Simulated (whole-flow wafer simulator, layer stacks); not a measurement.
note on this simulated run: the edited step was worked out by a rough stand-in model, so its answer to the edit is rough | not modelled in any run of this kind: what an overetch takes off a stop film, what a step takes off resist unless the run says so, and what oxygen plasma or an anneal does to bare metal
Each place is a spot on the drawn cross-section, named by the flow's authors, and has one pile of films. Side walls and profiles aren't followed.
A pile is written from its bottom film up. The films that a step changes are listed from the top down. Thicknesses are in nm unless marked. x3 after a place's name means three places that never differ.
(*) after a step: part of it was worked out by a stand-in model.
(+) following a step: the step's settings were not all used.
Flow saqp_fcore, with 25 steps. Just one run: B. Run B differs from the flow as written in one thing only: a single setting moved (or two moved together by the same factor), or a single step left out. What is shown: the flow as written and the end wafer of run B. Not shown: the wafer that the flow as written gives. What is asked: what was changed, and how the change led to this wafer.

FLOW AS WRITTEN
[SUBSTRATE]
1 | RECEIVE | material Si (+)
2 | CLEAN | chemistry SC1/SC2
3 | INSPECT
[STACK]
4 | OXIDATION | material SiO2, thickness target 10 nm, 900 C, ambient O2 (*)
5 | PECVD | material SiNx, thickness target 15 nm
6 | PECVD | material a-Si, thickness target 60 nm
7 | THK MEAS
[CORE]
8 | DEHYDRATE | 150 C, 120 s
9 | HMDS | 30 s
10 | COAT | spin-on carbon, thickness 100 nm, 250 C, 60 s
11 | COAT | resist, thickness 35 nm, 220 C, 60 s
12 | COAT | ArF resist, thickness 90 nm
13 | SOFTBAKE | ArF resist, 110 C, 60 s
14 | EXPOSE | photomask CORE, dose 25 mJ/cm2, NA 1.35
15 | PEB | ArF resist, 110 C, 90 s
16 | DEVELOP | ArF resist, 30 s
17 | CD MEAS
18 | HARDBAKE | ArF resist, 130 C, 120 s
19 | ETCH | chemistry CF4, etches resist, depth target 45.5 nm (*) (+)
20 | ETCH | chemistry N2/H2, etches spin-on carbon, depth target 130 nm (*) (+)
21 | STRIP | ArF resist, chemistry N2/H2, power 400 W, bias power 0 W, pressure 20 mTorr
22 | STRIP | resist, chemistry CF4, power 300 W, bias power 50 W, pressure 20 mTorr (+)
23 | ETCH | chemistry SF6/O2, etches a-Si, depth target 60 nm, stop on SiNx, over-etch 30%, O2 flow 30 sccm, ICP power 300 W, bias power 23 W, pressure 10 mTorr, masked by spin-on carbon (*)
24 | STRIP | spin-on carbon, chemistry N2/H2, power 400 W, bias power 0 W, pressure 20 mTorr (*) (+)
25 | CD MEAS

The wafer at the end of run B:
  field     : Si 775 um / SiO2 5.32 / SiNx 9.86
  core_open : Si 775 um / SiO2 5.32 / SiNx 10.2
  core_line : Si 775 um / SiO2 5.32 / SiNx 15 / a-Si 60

The reason: step 4, OXIDATION: 832 C was run, while the flow as written has 900 C.

The path from the change to this, step by step:
  4 | OXIDATION | material SiO2, thickness target 10 nm, 900 C, ambient O2 (*)
      field, core_open, core_line: SiO2 gains 5.32 (new film), chemical SiO2 loses 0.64 (all of it), Si loses 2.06 (it would be, as written: SiO2 gains 10 (new film), chemical SiO2 loses 0.64 (all of it), Si loses 4.12)
